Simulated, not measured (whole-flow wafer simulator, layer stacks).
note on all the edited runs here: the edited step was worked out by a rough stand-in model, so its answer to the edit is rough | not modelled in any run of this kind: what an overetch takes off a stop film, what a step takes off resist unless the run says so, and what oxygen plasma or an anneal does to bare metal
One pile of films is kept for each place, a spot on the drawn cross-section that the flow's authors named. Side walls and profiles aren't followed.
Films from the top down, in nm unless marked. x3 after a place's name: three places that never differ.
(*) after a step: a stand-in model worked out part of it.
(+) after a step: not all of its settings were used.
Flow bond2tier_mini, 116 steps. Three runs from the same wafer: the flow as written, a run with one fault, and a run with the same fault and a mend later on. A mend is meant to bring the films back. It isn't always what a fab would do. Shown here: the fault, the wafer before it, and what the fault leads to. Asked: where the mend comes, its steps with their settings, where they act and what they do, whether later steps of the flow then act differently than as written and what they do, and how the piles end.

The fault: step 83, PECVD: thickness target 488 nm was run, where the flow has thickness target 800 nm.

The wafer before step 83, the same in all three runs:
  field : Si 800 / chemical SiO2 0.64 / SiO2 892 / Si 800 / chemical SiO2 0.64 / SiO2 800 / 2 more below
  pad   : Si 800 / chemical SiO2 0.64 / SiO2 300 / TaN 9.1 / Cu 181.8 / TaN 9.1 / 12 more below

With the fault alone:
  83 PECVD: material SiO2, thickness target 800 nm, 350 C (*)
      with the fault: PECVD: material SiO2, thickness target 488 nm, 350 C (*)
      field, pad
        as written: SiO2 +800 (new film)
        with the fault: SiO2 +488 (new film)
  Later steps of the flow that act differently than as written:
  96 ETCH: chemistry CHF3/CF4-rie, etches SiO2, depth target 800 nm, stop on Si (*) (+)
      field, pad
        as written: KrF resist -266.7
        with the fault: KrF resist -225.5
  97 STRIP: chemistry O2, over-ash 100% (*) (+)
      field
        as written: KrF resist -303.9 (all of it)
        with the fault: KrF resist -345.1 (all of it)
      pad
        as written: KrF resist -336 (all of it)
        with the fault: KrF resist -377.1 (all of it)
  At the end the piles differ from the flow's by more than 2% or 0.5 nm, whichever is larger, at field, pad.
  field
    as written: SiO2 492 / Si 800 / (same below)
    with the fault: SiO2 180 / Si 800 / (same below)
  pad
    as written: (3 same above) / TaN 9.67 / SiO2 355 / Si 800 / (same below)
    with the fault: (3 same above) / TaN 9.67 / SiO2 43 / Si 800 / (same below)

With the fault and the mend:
  The mend comes after step 88.
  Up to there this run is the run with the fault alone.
  88a STRIP: chemistry O2, over-ash 100% (+)
      field
        KrF resist -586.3 (all of it)
  88b PECVD: material SiO2, thickness target 312 nm, 350 C (*) (the flow's step 83 once more, with other settings)
      field, pad
        SiO2 +312
  88c COAT: KrF resist, thickness 600 nm (the flow's step 84 once more)
      field, pad
        KrF resist +600 (new film)
  88d SOFTBAKE: KrF resist (the flow's step 85 once more)
      changes no film at any place that is followed
  88e EXPOSE: photomask T3TRIM, NA 0.6 (the flow's step 86 once more)
      changes no film at any place that is followed
  88f PEB: KrF resist (the flow's step 87 once more)
      changes no film at any place that is followed
  88g DEVELOP: developer TMAH-0.26N, 60 s (the flow's step 88 once more)
      field
        KrF resist -13.7
      pad
        KrF resist -600 (all of it)
  No later step of the flow acts differently than as written at any place that is followed.
  At the end the piles are the same as the flow's at every place that both follow.
